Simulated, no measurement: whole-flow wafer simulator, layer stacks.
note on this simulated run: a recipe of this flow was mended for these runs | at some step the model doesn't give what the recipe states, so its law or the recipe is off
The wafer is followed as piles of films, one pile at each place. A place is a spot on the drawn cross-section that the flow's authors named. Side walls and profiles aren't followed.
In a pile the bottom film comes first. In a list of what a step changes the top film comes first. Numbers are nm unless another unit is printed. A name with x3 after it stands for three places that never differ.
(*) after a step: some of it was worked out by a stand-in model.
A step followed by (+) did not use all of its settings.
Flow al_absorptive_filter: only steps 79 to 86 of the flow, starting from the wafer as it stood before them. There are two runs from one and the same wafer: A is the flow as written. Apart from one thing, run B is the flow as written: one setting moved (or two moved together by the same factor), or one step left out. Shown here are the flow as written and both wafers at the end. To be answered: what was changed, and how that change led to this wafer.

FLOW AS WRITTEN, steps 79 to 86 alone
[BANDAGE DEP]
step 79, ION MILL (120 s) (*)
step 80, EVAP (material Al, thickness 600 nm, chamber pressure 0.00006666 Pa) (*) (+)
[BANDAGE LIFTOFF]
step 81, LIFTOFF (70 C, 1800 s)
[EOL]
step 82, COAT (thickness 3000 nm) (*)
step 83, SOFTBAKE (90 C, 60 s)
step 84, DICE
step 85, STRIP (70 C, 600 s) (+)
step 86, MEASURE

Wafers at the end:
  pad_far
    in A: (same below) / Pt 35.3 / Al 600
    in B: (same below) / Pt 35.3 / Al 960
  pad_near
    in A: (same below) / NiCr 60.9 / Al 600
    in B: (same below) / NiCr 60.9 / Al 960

What caused this: step 80, EVAP: thickness 960 nm was run, while the flow as written has thickness 600 nm.
The wafer itself shows it: pad_far has Al 960, and step 80 as written asks for 600 nm.

Step by step, how the change led to this:
  step 80, EVAP (material Al, thickness 600 nm, chamber pressure 0.00006666 Pa) (*) (+)
      gnd, pad_far, pad_near and 11 more: A Al gains 600 (new film) | B Al gains 960 (new film)
  step 81, LIFTOFF (70 C, 1800 s)
      xa_field, xl_land, idc_field: A Al loses 600 (all of it), i-line-resist loses 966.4 (all of it), lift-off-underlayer loses 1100 (all of it), acrylic-e-beam-resist loses 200 (all of it) | B Al loses 960 (all of it), i-line-resist loses 966.4 (all of it), lift-off-underlayer loses 1100 (all of it), acrylic-e-beam-resist loses 200 (all of it)
      gnd: A Al loses 600 (all of it), i-line-resist loses 968.3 (all of it), lift-off-underlayer loses 1103.3 (all of it), acrylic-e-beam-resist loses 200.9 (all of it) | B Al loses 960 (all of it), i-line-resist loses 968.3 (all of it), lift-off-underlayer loses 1103.3 (all of it), acrylic-e-beam-resist loses 200.9 (all of it)
      (and at 8 other places as well)
  step 82, COAT (thickness 3000 nm) (*)
      pad_far: A i-line-resist gains 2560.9 (new film) | B i-line-resist gains 2304.5 (new film)
      pad_near: A i-line-resist gains 2480.3 (new film) | B i-line-resist gains 2220.3 (new film)
      (and at 1 other place as well)
  step 83, SOFTBAKE (90 C, 60 s)
      gnd: A i-line-resist gains 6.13 | B i-line-resist gains 10.5
      pad_far: A i-line-resist loses 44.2 | B i-line-resist loses 72.7
      (and at 3 other places as well)
  step 85, STRIP (70 C, 600 s) (+)
      pad_far: A i-line-resist loses 2516.7 (all of it) | B i-line-resist loses 2231.8 (all of it)
      pad_near: A i-line-resist loses 2439.3 (all of it) | B i-line-resist loses 2152.9 (all of it)
      (and at 1 other place as well)
